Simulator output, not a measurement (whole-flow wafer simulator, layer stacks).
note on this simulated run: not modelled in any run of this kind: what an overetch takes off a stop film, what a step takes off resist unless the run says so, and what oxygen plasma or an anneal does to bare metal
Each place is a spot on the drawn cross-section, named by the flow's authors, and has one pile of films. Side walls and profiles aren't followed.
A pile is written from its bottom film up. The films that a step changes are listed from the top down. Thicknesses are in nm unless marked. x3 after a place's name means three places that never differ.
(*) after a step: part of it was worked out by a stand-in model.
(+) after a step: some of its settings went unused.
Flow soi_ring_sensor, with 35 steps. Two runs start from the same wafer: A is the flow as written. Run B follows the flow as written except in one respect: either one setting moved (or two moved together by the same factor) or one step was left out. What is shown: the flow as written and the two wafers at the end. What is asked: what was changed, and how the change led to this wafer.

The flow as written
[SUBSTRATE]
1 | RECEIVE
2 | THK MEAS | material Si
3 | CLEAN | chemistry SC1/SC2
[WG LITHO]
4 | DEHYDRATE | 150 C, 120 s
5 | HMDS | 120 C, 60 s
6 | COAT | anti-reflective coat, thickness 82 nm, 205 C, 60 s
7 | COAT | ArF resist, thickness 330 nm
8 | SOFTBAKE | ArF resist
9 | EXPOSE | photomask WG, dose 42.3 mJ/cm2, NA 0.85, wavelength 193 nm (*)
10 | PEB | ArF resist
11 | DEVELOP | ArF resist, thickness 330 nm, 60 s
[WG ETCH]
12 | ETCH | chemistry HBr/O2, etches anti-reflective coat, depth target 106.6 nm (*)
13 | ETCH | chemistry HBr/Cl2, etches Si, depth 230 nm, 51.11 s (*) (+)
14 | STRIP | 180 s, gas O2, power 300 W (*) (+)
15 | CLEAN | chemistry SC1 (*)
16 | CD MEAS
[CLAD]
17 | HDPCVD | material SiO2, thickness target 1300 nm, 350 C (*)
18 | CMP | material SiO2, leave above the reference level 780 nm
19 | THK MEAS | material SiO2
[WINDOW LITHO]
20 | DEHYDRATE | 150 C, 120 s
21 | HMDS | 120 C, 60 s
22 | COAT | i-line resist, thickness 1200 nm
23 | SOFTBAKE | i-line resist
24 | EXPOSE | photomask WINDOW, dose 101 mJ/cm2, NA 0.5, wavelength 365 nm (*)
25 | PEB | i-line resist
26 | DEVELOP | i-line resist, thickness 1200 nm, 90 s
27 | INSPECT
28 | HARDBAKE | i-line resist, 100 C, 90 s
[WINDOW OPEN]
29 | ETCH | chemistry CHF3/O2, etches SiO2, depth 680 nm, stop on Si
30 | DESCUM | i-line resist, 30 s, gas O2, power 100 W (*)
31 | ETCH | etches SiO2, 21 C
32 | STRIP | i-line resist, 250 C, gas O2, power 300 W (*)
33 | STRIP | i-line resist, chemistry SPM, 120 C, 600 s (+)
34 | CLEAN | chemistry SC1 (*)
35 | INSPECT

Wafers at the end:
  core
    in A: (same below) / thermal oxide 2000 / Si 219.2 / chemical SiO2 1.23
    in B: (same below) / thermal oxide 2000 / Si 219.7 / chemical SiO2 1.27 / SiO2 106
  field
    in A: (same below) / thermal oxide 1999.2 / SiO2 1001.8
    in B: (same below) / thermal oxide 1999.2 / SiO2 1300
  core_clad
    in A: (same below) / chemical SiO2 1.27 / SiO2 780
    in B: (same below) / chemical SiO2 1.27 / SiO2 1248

The reason: step 18, CMP: leave above the reference level 1248 nm was run, whereas the flow has leave above the reference level 780 nm.
The wafer lets one read it off: core_clad has SiO2 1248, and step 18 as written asks for 780 nm.

How this came from the change, step by step:
  18 | CMP | material SiO2, leave above the reference level 780 nm
      gap, window, field, gap_clad: A -298.2 SiO2 | B nothing
      core, core_clad: A -520 SiO2 | B -52 SiO2
  22 | COAT | i-line resist, thickness 1200 nm
      core, core_clad: A +1200 i-line resist (new film) | B +1053.2 i-line resist (new film)
      gap, gap_clad: A +1200 i-line resist (new film) | B +1224.6 i-line resist (new film)
  23 | SOFTBAKE | i-line resist
      core, core_clad: A nothing | B -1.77 i-line resist
      gap, gap_clad: A nothing | B -2.21 i-line resist
      (and at 1 other place as well)
  25 | PEB | i-line resist
      core, core_clad: A -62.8 i-line resist | B -54.7 i-line resist
  26 | DEVELOP | i-line resist, thickness 1200 nm, 90 s
      core: A -1137.2 i-line resist (all of it) | B -996.7 i-line resist (all of it)
  31 | ETCH | etches SiO2, 21 C
      core: A -100 SiO2 (all of it), -1.27 chemical SiO2 (all of it) | B -462 SiO2
  32 | STRIP | i-line resist, 250 C, gas O2, power 300 W (*)
      core: A +1.23 chemical SiO2 (new film), -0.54 Si | B nothing
      core_clad: A -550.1 i-line resist (all of it) | B -409.9 i-line resist (all of it)
